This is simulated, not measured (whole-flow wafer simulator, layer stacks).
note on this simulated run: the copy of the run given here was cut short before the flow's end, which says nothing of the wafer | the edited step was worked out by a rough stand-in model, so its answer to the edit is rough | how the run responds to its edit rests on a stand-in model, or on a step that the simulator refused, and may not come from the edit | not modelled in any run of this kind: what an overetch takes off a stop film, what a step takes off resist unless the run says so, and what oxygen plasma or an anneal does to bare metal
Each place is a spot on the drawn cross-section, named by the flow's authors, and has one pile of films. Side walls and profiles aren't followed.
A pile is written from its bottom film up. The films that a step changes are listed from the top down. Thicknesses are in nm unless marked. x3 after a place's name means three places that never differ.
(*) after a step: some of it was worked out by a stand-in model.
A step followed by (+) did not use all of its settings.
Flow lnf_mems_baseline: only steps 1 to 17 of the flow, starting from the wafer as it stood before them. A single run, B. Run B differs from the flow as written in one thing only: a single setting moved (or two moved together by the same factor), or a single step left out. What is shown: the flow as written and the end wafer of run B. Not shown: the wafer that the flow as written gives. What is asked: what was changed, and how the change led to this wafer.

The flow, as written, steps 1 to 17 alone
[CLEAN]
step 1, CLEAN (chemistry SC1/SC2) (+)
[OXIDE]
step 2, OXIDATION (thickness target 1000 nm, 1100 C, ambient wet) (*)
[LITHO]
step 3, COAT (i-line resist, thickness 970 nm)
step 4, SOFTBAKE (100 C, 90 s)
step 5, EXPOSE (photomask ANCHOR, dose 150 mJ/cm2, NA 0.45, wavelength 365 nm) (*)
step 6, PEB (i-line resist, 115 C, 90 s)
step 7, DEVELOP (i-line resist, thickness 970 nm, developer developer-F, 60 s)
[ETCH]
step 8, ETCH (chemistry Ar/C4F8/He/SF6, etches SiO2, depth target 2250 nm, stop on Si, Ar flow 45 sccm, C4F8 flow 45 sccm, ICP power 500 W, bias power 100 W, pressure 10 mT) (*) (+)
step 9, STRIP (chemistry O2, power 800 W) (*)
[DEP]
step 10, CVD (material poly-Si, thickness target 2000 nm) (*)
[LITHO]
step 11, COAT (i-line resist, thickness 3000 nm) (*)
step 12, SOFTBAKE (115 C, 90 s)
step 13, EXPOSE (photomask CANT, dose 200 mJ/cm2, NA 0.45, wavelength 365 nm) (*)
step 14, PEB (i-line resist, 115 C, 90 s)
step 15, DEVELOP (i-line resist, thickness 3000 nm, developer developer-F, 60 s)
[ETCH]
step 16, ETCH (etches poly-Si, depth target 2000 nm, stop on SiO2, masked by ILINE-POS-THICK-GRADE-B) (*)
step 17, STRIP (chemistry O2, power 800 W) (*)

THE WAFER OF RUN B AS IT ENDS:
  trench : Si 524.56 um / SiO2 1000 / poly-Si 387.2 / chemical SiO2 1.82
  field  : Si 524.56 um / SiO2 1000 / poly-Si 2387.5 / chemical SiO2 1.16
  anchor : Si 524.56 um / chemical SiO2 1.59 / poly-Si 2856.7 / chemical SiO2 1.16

Cause: step 10, CVD: thickness target 2388 nm was run, though the flow has thickness target 2000 nm.

Step by step, how the change led to this:
  step 10, CVD (material poly-Si, thickness target 2000 nm) (*)
      field, beam, trench, char_slit: +2388 poly-Si (new film) (as written it would have been: +2000 poly-Si (new film))
      anchor: +2857.2 poly-Si (new film) (as written it would have been: +2322 poly-Si (new film))
  step 11, COAT (i-line resist, thickness 3000 nm) (*)
      anchor: +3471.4 i-line resist (new film) (as written it would have been: +3611.6 i-line resist (new film))
  step 12, SOFTBAKE (115 C, 90 s)
      field: -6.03 i-line resist (as written it would have been: -6.66 i-line resist)
      anchor: +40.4 i-line resist (as written it would have been: +45.4 i-line resist)
      (also at 2 further places)
  step 14, PEB (i-line resist, 115 C, 90 s)
      anchor: -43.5 i-line resist (as written it would have been: -46.1 i-line resist)
  step 16, ETCH (etches poly-Si, depth target 2000 nm, stop on SiO2, masked by ILINE-POS-THICK-GRADE-B) (*)
      trench, char_slit: -2000 poly-Si (as written it would have been: -2000 poly-Si (all of it))
  step 17, STRIP (chemistry O2, power 800 W) (*)
      trench, char_slit: +1.82 chemical SiO2 (new film), -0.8 poly-Si (as written it would have been: nothing)
      anchor: +1.16 chemical SiO2 (new film), -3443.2 i-line resist (all of it), -0.51 poly-Si (as written it would have been: +1.17 chemical SiO2 (new film), -3585.8 i-line resist (all of it), -0.52 poly-Si)
